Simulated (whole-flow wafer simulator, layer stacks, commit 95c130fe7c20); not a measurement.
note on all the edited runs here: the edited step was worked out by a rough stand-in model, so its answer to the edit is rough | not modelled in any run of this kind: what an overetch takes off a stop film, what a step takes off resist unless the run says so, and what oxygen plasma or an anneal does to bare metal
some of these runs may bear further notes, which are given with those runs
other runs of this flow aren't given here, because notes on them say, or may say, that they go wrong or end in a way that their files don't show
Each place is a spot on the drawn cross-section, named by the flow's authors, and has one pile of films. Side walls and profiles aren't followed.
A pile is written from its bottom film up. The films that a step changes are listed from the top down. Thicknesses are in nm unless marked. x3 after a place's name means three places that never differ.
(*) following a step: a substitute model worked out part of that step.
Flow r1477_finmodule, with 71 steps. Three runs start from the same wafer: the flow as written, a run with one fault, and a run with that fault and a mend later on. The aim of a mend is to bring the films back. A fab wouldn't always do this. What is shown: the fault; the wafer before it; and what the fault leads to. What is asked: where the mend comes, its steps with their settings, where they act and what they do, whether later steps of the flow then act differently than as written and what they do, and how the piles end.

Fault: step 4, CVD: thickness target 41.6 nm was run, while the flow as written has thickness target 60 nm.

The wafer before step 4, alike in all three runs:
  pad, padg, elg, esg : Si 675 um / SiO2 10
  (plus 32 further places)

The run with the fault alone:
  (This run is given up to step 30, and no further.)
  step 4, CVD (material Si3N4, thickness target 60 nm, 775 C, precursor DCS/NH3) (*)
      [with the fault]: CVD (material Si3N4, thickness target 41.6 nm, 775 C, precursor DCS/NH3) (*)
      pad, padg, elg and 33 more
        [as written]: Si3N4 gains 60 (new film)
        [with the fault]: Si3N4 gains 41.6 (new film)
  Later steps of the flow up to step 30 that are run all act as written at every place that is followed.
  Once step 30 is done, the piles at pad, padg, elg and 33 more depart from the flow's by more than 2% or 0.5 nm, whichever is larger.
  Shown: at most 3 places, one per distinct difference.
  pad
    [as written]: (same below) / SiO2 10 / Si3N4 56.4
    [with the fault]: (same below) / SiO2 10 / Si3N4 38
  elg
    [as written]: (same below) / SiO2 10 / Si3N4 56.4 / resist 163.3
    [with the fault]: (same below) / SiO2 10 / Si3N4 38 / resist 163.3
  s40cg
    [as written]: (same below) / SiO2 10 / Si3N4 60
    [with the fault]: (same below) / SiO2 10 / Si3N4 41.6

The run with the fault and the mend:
  After step 5 comes the mend.
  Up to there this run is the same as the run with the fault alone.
  step 5a, ETCH (chemistry h3po4, depth target 47.84 nm)
      pad, padg, elg and 33 more
        Si3N4 loses 41.6 (all of it)
  step 5b, CLEAN (chemistry SC1/SC2) (a further turn of the flow's step 2)
      alters no film at any place that is followed
  step 5c, CVD (material Si3N4, thickness target 60 nm, 775 C, precursor DCS/NH3) (*) (a further turn of the flow's step 4)
      pad, padg, elg and 33 more
        Si3N4 gains 60 (new film)
  Later steps of the flow that are run all act as written at every place that is followed.
  The piles end the same as the flow's at every place that both follow.
